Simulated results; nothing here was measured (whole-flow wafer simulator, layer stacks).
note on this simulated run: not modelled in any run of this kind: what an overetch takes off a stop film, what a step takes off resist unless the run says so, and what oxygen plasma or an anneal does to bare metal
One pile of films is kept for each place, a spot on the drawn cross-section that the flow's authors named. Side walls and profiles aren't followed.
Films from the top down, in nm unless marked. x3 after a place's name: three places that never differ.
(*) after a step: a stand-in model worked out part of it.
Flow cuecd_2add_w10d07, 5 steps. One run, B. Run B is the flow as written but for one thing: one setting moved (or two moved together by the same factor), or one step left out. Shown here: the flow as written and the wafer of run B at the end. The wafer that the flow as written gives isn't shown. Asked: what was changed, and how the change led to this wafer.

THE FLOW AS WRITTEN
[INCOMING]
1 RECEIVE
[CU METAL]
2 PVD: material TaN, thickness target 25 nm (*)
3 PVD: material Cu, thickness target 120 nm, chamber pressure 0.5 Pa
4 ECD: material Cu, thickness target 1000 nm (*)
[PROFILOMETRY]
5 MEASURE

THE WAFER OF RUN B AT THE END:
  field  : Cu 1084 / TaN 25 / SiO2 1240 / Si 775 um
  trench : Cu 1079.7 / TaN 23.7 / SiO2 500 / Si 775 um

The cause: step 3, PVD: thickness target 84 nm was run, where the flow has thickness target 120 nm.

How the change led to this, step by step:
  3 PVD: material Cu, thickness target 120 nm, chamber pressure 0.5 Pa
      field: Cu +84 (new film) (as written it would be: Cu +120 (new film))
      trench: Cu +79.7 (new film) (as written it would be: Cu +114 (new film))
